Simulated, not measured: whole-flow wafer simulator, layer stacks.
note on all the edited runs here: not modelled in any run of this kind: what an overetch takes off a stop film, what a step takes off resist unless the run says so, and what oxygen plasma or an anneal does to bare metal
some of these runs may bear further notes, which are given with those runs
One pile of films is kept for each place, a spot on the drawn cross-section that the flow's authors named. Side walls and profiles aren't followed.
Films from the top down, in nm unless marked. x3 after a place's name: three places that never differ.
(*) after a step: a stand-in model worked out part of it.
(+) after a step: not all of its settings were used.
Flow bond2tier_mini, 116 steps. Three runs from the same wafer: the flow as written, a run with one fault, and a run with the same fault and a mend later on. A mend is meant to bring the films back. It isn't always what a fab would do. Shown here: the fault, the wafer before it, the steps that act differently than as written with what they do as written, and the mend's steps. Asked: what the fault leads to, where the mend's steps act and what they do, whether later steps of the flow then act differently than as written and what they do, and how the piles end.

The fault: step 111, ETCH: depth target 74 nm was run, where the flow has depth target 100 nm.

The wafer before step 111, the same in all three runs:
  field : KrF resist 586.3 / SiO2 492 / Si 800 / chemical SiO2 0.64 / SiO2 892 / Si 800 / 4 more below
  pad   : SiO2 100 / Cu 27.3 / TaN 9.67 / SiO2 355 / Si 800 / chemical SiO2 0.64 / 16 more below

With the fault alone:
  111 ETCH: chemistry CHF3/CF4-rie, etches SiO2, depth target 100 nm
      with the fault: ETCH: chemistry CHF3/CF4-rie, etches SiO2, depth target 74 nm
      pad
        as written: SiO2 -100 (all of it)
        with the fault: SiO2 -74
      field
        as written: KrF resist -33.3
        with the fault: KrF resist -24.7
  Later steps of the flow that act differently than as written (2 more steps differ only slightly, by at most 2% or 0.5 nm, whichever is larger, and aren't shown):
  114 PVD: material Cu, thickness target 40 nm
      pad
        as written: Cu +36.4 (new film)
        with the fault: Cu +37.3 (new film)
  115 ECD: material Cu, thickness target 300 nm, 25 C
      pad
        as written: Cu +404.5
        with the fault: Cu +377.3
  At the end the piles differ from the flow's by more than 2% or 0.5 nm, whichever is larger, at pad.
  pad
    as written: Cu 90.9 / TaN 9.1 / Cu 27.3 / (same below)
    with the fault: Cu 64.7 / TaN 9.33 / SiO2 26 / Cu 27.3 / (same below)

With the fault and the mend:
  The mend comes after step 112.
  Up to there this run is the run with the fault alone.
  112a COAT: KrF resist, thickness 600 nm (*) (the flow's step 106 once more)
      field
        KrF resist +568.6 (new film)
      pad
        KrF resist +632.7 (new film)
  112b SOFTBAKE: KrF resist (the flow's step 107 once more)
      changes no film at any place that is followed
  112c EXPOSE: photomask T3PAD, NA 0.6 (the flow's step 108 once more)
      changes no film at any place that is followed
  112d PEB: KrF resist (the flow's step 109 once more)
      changes no film at any place that is followed
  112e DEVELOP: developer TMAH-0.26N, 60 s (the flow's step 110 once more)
      field
        KrF resist -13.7
      pad
        KrF resist -632.7 (all of it)
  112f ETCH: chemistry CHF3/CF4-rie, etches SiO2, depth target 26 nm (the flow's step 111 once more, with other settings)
      field
        KrF resist -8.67
      pad
        SiO2 -26 (all of it)
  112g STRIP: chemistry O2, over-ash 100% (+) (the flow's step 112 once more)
      field
        KrF resist -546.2 (all of it)
  No later step of the flow acts differently than as written at any place that is followed.
  At the end the piles are the same as the flow's at every place that both follow.
